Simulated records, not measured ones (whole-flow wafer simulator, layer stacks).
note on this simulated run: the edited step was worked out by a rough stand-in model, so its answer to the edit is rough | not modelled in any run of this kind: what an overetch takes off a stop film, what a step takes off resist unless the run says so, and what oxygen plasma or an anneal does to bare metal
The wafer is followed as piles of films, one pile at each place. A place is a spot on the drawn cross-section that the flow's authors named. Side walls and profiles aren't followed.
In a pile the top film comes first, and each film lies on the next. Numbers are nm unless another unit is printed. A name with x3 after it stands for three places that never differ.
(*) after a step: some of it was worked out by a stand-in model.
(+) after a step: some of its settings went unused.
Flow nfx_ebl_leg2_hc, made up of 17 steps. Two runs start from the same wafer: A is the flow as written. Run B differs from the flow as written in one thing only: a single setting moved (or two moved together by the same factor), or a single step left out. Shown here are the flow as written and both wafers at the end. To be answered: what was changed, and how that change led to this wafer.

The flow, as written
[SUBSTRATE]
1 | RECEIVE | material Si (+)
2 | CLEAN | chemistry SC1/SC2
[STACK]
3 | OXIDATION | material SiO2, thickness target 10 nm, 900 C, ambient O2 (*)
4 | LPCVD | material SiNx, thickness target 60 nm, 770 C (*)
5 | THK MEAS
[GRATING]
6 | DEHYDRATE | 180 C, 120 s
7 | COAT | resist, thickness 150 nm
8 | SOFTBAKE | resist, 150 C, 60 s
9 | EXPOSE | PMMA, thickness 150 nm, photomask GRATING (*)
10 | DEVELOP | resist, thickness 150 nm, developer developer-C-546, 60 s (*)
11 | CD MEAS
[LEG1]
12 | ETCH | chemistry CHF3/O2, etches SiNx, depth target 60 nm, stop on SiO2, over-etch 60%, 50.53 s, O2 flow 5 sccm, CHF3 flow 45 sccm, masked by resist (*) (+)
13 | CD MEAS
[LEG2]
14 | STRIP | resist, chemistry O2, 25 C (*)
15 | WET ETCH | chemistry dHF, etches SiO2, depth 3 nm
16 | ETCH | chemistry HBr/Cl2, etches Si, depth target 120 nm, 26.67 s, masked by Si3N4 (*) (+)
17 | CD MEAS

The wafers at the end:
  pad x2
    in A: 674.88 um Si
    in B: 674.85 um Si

What caused this: step 16, ETCH: depth target 144 nm was run, though the flow has depth target 120 nm.

How this came from the change, step by step:
  16 | ETCH | chemistry HBr/Cl2, etches Si, depth target 120 nm, 26.67 s, masked by Si3N4 (*) (+)
      pad x2: A -120 Si | B -144 Si
